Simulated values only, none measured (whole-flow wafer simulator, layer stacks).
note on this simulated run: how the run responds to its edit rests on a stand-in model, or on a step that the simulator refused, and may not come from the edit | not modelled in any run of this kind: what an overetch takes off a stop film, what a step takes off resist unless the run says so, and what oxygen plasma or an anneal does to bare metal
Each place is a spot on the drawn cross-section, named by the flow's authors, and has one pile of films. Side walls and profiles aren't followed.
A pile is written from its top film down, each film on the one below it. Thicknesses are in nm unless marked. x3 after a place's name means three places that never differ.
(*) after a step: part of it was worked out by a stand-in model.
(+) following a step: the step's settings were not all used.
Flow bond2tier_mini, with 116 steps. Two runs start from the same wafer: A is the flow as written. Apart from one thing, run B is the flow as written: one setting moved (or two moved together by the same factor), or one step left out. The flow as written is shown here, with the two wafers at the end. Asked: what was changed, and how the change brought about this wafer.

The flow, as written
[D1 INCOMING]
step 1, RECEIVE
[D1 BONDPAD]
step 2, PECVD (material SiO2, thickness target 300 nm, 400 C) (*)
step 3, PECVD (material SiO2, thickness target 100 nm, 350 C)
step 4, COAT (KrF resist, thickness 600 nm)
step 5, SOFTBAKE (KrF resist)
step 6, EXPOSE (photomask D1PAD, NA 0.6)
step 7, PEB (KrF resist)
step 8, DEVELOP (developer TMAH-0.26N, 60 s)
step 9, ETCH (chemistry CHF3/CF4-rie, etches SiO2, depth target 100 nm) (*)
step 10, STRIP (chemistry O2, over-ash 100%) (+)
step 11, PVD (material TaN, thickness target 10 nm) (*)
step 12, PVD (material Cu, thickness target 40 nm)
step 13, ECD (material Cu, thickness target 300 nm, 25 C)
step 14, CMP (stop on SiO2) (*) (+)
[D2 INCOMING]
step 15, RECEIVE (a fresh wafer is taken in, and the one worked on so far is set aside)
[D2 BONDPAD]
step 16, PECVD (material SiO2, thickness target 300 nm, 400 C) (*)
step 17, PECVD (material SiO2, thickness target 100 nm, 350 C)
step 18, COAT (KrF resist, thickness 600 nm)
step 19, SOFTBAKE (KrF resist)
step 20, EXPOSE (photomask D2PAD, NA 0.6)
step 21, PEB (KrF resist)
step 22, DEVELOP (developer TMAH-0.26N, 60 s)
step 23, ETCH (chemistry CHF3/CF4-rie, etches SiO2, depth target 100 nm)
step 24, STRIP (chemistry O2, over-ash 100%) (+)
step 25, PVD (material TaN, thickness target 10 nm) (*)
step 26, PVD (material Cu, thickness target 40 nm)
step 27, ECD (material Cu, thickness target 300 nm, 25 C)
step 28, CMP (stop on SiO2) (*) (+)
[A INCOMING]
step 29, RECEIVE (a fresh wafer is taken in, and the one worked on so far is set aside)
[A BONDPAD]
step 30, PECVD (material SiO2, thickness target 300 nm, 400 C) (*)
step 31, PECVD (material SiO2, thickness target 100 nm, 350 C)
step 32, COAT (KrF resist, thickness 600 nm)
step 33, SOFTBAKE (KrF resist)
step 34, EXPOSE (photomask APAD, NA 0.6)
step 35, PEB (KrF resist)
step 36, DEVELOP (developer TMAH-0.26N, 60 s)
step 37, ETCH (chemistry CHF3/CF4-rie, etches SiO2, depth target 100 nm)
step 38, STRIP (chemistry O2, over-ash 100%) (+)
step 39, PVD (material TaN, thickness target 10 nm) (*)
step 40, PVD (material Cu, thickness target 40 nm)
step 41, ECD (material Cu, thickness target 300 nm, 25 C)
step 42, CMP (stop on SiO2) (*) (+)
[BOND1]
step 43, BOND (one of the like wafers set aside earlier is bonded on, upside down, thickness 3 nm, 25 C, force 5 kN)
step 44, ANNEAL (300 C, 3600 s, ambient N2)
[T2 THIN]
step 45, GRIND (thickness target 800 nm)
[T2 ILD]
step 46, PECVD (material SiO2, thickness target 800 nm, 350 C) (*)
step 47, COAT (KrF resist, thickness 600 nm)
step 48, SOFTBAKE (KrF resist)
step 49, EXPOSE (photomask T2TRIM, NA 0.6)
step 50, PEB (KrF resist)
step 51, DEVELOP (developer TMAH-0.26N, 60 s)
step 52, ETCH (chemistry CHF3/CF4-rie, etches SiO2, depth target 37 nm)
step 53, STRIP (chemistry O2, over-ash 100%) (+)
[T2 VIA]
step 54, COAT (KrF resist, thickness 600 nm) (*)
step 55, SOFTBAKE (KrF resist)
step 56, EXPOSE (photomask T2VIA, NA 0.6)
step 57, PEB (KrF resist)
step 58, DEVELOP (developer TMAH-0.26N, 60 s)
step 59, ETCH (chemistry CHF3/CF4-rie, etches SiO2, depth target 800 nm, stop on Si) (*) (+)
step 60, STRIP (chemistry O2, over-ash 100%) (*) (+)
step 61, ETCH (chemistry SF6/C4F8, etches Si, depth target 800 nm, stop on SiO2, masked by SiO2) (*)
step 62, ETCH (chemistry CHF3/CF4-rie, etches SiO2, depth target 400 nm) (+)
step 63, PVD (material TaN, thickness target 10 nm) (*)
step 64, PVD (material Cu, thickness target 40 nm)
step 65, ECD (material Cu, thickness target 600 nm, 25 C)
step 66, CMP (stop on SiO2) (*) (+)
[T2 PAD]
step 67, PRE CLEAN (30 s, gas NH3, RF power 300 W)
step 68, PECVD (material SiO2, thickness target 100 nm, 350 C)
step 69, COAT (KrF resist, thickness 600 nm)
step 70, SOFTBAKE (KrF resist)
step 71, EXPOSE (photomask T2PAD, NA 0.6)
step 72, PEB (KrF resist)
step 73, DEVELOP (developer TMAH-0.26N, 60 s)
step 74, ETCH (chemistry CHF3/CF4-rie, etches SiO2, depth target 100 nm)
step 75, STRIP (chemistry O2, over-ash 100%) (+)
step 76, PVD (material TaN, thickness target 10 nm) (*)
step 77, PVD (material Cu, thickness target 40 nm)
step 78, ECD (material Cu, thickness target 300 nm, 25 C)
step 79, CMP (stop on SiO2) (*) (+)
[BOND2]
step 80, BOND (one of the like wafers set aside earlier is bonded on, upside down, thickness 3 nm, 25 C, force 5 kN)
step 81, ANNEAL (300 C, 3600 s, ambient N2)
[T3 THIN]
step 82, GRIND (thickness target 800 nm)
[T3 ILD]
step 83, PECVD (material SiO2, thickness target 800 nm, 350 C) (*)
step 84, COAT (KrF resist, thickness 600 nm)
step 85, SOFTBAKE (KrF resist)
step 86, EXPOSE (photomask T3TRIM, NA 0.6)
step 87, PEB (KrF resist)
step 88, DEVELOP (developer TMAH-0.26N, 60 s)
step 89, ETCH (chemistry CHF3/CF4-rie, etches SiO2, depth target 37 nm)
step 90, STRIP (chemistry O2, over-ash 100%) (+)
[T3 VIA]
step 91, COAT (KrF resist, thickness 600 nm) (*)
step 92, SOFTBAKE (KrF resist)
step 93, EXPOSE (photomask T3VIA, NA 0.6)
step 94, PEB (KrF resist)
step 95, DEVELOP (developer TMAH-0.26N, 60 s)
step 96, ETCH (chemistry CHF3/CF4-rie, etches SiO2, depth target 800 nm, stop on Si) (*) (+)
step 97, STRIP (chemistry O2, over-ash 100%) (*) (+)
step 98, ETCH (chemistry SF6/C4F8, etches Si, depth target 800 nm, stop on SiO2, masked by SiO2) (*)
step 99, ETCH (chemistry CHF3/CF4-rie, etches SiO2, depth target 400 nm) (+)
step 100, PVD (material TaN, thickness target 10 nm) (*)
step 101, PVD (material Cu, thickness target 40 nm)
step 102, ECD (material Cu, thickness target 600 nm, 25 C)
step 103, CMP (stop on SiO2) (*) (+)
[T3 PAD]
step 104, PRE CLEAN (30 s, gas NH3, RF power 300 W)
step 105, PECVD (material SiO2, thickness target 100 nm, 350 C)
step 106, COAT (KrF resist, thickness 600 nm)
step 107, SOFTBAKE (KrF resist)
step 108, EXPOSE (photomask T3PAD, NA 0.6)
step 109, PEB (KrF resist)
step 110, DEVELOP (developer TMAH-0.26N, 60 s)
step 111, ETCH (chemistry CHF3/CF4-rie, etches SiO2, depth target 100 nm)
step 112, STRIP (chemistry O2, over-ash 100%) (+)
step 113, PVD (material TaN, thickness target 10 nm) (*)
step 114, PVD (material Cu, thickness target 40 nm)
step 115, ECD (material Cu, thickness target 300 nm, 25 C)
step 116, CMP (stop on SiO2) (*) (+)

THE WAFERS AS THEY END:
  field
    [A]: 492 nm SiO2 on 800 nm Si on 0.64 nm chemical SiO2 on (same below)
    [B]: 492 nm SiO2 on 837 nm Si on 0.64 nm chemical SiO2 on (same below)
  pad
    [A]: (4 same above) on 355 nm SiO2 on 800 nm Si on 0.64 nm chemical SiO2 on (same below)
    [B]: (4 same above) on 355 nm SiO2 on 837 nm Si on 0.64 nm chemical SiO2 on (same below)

Cause: step 82, GRIND: thickness target 837 nm was run, while the flow as written has thickness target 800 nm.
The wafer itself shows it: field has Si 837, and step 82 as written asks for 800 nm.

Step by step, how the change led to this:
  step 82, GRIND (thickness target 800 nm)
      field, pad: A Si loses 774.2 um | B Si loses 774.16 um
